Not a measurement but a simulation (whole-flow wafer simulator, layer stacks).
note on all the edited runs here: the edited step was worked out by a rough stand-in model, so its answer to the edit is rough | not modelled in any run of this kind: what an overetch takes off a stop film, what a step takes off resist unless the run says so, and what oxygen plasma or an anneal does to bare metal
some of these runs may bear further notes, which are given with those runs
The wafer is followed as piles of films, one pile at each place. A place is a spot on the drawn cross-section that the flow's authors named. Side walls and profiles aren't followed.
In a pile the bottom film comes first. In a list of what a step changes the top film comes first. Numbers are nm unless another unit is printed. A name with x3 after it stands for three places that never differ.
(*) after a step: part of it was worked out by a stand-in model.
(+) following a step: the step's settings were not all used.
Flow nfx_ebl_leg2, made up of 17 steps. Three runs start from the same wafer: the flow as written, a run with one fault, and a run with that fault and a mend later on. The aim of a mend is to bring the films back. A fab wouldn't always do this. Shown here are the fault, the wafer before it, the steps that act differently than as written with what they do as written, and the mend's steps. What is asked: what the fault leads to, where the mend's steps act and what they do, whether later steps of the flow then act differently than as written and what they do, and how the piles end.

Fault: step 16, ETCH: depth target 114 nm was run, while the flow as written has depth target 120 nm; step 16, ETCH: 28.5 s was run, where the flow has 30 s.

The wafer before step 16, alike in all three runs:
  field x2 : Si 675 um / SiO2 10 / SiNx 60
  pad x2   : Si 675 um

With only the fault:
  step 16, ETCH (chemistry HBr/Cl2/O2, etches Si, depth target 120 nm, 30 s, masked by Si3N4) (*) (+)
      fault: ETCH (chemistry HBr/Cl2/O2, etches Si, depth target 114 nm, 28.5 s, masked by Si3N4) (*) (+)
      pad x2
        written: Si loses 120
        fault: Si loses 114
  None of the later steps of the flow acts differently than as written at any place that is followed.
  When the end is reached, the piles differ only a little from the flow's at the places that both follow, at most by 2% or 0.5 nm, whichever is larger.

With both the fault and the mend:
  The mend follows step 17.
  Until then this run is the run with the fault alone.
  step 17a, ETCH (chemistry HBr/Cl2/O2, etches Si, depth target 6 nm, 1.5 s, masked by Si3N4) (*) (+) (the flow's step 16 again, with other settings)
      field x2
        SiNx loses 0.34
      pad x2
        Si loses 6
  None of the later steps of the flow acts differently than as written at any place that is followed.
  At every place that both follow, the piles at the end match the flow's.
